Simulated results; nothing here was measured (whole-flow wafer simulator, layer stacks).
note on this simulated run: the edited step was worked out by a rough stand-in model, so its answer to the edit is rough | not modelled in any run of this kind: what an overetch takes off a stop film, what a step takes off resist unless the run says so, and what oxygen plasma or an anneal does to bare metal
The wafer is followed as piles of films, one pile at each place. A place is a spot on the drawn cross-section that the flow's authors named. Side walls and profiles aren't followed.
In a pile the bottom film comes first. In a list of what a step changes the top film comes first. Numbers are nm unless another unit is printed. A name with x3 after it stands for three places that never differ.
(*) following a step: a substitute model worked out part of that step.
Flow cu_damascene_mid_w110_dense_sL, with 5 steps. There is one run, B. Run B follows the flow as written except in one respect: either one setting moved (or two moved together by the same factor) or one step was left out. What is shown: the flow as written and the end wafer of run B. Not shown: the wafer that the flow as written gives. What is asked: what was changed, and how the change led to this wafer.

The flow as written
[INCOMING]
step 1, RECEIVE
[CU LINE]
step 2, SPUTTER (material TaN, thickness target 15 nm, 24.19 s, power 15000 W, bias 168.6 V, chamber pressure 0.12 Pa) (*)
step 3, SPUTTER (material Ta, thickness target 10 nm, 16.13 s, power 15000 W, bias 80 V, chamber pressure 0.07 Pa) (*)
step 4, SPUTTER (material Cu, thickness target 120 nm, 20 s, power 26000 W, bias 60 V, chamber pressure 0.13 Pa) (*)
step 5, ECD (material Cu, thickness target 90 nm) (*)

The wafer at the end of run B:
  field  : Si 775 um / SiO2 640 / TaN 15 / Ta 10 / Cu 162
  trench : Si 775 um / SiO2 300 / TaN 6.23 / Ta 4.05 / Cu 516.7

Cause: step 4, SPUTTER: thickness target 72 nm was run, while the flow as written has thickness target 120 nm; step 4, SPUTTER: 12 s was run, where the flow has 20 s.

How this came from the change, step by step:
  step 4, SPUTTER (material Cu, thickness target 120 nm, 20 s, power 26000 W, bias 60 V, chamber pressure 0.13 Pa) (*)
      field: Cu gains 72 (new film) (in the flow as written it would be: Cu gains 120 (new film))
      trench: Cu gains 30 (new film) (in the flow as written it would be: Cu gains 49.9 (new film))
  step 5, ECD (material Cu, thickness target 90 nm) (*)
      trench: Cu gains 486.8 (in the flow as written it would be: Cu gains 514.8)
